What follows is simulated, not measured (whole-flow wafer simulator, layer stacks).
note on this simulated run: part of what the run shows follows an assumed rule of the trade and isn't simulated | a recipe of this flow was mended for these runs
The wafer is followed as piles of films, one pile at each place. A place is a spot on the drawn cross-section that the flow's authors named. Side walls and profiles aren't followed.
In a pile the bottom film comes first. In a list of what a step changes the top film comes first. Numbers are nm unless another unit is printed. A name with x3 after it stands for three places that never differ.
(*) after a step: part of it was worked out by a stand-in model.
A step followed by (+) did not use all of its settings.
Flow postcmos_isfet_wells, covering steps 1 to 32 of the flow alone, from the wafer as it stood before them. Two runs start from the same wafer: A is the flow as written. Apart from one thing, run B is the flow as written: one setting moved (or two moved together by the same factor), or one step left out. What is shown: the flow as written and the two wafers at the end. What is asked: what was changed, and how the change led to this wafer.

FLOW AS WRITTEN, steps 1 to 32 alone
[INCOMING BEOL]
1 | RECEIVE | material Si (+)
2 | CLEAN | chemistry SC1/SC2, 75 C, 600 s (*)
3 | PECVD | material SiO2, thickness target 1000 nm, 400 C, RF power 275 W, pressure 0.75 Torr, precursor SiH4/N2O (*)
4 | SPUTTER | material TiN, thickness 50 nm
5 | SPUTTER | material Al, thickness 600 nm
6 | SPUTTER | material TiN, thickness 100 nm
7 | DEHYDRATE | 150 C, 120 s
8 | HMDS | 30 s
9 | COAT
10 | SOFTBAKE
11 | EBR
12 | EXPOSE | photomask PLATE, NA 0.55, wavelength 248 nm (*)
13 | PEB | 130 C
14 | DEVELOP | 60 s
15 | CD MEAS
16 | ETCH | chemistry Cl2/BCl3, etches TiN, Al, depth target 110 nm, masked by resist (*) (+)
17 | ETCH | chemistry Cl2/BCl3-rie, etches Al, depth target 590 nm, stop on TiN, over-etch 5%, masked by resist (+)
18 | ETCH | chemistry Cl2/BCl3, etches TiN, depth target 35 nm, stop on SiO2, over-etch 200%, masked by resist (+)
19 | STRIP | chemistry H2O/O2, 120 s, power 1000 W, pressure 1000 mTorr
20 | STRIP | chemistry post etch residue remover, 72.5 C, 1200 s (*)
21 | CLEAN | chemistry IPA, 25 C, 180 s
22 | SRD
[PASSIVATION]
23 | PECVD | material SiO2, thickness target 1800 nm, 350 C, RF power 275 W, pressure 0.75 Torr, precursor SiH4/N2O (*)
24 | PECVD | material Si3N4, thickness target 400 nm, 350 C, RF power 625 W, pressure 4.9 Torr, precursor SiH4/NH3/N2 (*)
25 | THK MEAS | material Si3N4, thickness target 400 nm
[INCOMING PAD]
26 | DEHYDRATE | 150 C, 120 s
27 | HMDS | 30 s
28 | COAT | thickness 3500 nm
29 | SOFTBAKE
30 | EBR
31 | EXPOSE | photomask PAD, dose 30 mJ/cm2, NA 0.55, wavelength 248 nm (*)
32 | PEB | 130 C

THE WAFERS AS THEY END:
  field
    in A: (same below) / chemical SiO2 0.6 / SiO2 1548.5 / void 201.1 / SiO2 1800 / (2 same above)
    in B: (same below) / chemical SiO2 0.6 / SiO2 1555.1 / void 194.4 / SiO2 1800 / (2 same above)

The reason: step 16, ETCH: depth target 69 nm was run, whereas the flow has depth target 110 nm.

How this came from the change, step by step:
  16 | ETCH | chemistry Cl2/BCl3, etches TiN, Al, depth target 110 nm, masked by resist (*) (+)
      field: A -100 TiN (all of it), -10 Al | B -69 TiN
      margin x8: A -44 thick-KrF-resist | B -27.6 thick-KrF-resist
  17 | ETCH | chemistry Cl2/BCl3-rie, etches Al, depth target 590 nm, stop on TiN, over-etch 5%, masked by resist (+)
      field: A -590 Al (all of it), -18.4 TiN | B -31 TiN (all of it), -540.4 Al
  18 | ETCH | chemistry Cl2/BCl3, etches TiN, depth target 35 nm, stop on SiO2, over-etch 200%, masked by resist (+)
      field: A -31.6 TiN (all of it), -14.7 SiO2 | B -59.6 Al (all of it), -50 TiN (all of it), -5.99 SiO2
      margin x8: A -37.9 thick-KrF-resist | B -42 thick-KrF-resist
  19 | STRIP | chemistry H2O/O2, 120 s, power 1000 W, pressure 1000 mTorr
      margin x8: A -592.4 thick-KrF-resist (all of it) | B -604.6 thick-KrF-resist (all of it)
  23 | PECVD | material SiO2, thickness target 1800 nm, 350 C, RF power 275 W, pressure 0.75 Torr, precursor SiH4/N2O (*)
      field: A +1800 SiO2 (new film), +201.1 void (new film), +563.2 SiO2 | B +1800 SiO2 (new film), +194.4 void (new film), +561.1 SiO2
